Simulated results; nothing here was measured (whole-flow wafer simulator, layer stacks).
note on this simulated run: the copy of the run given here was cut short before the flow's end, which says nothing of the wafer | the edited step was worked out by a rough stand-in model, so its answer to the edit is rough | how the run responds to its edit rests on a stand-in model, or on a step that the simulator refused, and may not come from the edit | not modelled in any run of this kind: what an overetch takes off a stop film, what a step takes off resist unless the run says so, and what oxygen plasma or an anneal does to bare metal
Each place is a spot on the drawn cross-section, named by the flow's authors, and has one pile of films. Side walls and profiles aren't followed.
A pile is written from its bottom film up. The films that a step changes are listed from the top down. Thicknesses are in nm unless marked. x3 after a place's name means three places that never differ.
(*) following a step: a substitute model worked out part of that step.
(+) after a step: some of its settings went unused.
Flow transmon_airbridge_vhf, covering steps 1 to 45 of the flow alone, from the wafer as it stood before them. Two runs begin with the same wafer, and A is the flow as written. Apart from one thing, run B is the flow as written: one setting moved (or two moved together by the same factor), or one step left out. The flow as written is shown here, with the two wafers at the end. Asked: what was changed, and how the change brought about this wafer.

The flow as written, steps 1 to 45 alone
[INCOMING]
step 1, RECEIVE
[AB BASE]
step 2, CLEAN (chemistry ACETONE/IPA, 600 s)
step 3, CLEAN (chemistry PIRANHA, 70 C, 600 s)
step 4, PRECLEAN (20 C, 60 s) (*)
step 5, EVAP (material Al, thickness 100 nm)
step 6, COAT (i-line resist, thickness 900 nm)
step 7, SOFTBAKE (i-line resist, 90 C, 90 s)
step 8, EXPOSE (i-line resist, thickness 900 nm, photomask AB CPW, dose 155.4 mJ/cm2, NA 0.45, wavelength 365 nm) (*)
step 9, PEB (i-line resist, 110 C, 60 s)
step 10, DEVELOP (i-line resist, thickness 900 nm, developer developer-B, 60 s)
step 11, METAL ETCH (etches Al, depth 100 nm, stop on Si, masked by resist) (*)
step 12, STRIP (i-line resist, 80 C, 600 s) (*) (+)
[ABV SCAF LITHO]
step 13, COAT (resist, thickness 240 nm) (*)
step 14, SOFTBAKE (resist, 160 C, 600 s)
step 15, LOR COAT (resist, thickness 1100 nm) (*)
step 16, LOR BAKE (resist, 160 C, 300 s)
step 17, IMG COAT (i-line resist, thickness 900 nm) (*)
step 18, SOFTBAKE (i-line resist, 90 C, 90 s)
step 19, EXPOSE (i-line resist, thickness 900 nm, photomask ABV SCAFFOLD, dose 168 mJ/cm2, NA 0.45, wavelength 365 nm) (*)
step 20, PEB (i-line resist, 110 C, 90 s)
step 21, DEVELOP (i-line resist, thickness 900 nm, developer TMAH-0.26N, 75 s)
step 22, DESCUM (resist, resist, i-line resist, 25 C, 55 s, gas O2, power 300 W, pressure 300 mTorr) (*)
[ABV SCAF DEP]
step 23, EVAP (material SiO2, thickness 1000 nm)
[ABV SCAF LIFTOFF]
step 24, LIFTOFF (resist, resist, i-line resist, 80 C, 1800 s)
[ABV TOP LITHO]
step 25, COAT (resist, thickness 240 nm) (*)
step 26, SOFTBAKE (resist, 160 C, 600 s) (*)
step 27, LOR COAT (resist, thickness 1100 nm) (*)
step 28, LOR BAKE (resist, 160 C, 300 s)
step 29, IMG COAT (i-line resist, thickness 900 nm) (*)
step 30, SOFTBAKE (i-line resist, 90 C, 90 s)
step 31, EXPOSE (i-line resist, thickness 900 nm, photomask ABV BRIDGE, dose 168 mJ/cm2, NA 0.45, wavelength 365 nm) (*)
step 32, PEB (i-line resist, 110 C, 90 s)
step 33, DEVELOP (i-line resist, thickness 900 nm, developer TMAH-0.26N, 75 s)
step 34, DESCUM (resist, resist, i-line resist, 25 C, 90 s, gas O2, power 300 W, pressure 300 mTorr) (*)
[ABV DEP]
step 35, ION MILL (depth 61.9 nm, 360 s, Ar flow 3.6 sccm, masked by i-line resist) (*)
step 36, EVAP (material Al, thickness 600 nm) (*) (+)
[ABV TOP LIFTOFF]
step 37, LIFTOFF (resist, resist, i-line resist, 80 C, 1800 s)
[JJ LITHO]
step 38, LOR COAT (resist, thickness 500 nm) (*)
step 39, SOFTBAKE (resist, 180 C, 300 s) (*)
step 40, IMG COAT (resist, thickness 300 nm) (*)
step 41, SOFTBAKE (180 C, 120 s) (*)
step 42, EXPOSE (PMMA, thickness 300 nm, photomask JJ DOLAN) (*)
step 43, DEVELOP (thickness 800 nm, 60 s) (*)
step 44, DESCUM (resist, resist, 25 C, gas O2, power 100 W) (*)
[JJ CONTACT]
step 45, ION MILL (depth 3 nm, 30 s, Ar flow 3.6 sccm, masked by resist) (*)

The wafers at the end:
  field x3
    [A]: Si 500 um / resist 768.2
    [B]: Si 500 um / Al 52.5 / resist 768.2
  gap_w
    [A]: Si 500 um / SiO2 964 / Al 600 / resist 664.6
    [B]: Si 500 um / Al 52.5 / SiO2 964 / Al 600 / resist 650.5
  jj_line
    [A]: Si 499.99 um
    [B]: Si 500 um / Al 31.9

What caused this: step 11, METAL ETCH: depth 47.5 nm was run, whereas the flow has depth 100 nm.

The path from the change to this, step by step:
  step 11, METAL ETCH (etches Al, depth 100 nm, stop on Si, masked by resist) (*)
      field x3, jj_line, gap_w, gap_e: A -100 Al (all of it) | B -47.5 Al
      ground_far, pad_w, flank_w and 8 more: A -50 i-line resist | B -23.8 i-line resist
  step 12, STRIP (i-line resist, 80 C, 600 s) (*) (+)
      ground_far, pad_w, flank_w and 8 more: A -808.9 i-line resist (all of it) | B -835.2 i-line resist (all of it)
  step 13, COAT (resist, thickness 240 nm) (*)
      flank_w, flank_e: A +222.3 resist (new film) | B +230.7 resist (new film)
      gap_w, gap_e: A +251.7 resist (new film) | B +246 resist (new film)
  step 22, DESCUM (resist, resist, i-line resist, 25 C, 55 s, gas O2, power 300 W, pressure 300 mTorr) (*)
      flank_w, flank_e: A -222.3 resist (all of it) | B -230.7 resist (all of it)
      gap_w, gap_e: A -251.7 resist (all of it) | B -246 resist (all of it)
  step 25, COAT (resist, thickness 240 nm) (*)
      flank_w, flank_e: A +152.6 resist (new film) | B +159 resist (new film)
      gap_w, gap_e: A +210.7 resist (new film) | B +205 resist (new film)
  step 29, IMG COAT (i-line resist, thickness 900 nm) (*)
      gap_w, gap_e: A +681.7 i-line resist (new film) | B +667.9 i-line resist (new film)
  step 32, PEB (i-line resist, 110 C, 90 s)
      gap_w, gap_e: A -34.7 i-line resist | B -34 i-line resist
  step 33, DEVELOP (i-line resist, thickness 900 nm, developer TMAH-0.26N, 75 s)
      gap_w, gap_e: A -646.9 i-line resist (all of it), -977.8 resist | B -633.9 i-line resist (all of it), -962.9 resist
  step 34, DESCUM (resist, resist, i-line resist, 25 C, 90 s, gas O2, power 300 W, pressure 300 mTorr) (*)
      flank_w, flank_e: A -152.6 resist (all of it) | B -159 resist (all of it)
      gap_w, gap_e: A -210.7 resist (all of it) | B -205 resist (all of it)
  step 38, LOR COAT (resist, thickness 500 nm) (*)
      gap_w, gap_e: A +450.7 resist (new film) | B +441.5 resist (new film)
  step 40, IMG COAT (resist, thickness 300 nm) (*)
      flank_w, flank_e: A +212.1 resist | B +219.5 resist
  step 45, ION MILL (depth 3 nm, 30 s, Ar flow 3.6 sccm, masked by resist) (*)
      jj_line: A -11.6 Si | B -20.6 Al
If metal films that touch count as one body, field x3 has 1 body; the flow as written gives 0 bodies.
If metal films that touch count as one body, gap_w has 2 bodies (between them, from the top down: SiO2 964); the flow as written gives 1 body.
If metal films that touch count as one body, jj_line has 1 body; the flow as written gives 0 bodies.
